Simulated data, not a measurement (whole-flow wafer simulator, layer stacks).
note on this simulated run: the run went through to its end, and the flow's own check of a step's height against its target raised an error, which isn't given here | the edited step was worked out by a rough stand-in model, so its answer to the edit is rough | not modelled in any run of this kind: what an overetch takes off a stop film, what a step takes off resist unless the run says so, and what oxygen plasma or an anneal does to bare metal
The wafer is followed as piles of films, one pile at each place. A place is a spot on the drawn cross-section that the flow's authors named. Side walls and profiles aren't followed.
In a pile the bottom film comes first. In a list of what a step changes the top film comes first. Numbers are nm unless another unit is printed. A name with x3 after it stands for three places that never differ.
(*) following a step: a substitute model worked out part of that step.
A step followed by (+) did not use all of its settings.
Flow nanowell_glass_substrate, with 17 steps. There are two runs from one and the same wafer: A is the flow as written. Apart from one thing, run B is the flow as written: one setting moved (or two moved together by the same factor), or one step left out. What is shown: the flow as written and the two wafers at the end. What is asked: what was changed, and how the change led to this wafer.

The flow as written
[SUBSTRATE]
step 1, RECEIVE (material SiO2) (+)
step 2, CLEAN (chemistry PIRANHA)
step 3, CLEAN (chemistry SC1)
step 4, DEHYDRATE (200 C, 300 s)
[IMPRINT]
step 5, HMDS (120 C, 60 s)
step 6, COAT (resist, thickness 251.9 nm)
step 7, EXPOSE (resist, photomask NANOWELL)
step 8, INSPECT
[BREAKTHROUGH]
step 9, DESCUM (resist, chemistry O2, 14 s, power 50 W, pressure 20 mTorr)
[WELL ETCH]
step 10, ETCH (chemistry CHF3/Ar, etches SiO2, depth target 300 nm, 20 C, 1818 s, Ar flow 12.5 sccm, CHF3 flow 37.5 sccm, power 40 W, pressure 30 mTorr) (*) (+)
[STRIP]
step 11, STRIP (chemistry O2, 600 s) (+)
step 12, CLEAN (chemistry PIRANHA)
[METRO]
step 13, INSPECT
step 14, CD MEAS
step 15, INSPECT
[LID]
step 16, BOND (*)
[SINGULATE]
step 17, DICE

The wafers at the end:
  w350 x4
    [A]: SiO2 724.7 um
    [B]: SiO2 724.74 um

Cause: step 10, ETCH: depth target 257.4 nm was run, though the flow has depth target 300 nm; step 10, ETCH: 1560 s was run, where the flow has 1818 s.

Step by step, how the change led to this:
  step 10, ETCH (chemistry CHF3/Ar, etches SiO2, depth target 300 nm, 20 C, 1818 s, Ar flow 12.5 sccm, CHF3 flow 37.5 sccm, power 40 W, pressure 30 mTorr) (*) (+)
      w350 x4: A SiO2 loses 300 | B SiO2 loses 257.4
      land: A resist loses 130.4 | B resist loses 111.9
  step 11, STRIP (chemistry O2, 600 s) (+)
      land: A resist loses 125.9 (all of it) | B resist loses 144.4 (all of it)
